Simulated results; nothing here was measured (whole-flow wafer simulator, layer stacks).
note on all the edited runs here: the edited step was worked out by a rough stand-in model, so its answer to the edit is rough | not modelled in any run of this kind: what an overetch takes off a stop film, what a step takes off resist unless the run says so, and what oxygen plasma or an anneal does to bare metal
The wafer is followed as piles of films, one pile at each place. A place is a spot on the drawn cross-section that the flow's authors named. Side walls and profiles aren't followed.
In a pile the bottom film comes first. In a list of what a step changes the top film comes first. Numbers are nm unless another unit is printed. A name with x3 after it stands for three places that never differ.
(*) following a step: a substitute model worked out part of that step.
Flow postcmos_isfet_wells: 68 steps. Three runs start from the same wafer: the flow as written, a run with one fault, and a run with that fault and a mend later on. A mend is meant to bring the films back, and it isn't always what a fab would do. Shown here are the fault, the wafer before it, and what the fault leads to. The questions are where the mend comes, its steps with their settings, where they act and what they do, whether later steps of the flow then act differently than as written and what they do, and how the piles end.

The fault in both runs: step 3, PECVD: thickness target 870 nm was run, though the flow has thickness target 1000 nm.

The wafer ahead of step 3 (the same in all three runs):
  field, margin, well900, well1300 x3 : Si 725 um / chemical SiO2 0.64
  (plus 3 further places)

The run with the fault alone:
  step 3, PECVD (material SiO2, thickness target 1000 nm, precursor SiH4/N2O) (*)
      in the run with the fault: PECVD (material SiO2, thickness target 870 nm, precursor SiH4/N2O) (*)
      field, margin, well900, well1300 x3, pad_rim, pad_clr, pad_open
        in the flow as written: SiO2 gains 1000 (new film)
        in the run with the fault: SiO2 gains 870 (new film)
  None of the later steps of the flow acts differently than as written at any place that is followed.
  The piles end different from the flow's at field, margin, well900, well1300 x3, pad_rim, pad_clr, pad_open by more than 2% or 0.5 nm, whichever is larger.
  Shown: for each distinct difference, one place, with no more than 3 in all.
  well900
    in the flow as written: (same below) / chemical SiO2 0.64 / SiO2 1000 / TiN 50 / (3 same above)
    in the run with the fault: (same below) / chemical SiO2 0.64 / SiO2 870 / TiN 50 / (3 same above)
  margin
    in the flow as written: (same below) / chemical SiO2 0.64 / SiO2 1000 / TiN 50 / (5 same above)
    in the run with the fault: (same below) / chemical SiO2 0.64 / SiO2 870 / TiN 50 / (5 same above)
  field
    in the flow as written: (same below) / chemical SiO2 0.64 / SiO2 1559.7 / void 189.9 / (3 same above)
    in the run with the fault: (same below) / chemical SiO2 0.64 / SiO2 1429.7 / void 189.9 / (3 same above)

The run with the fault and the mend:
  After step 3 comes the mend.
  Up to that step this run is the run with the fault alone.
  step 3a, PECVD (material SiO2, thickness target 130 nm, precursor SiH4/N2O) (*) (a further turn of the flow's step 3, with different settings)
      field, margin, well900, well1300 x3, pad_rim, pad_clr, pad_open
        SiO2 gains 130
  None of the later steps of the flow acts differently than as written at any place that is followed.
  The piles end the same as the flow's at every place that both follow.
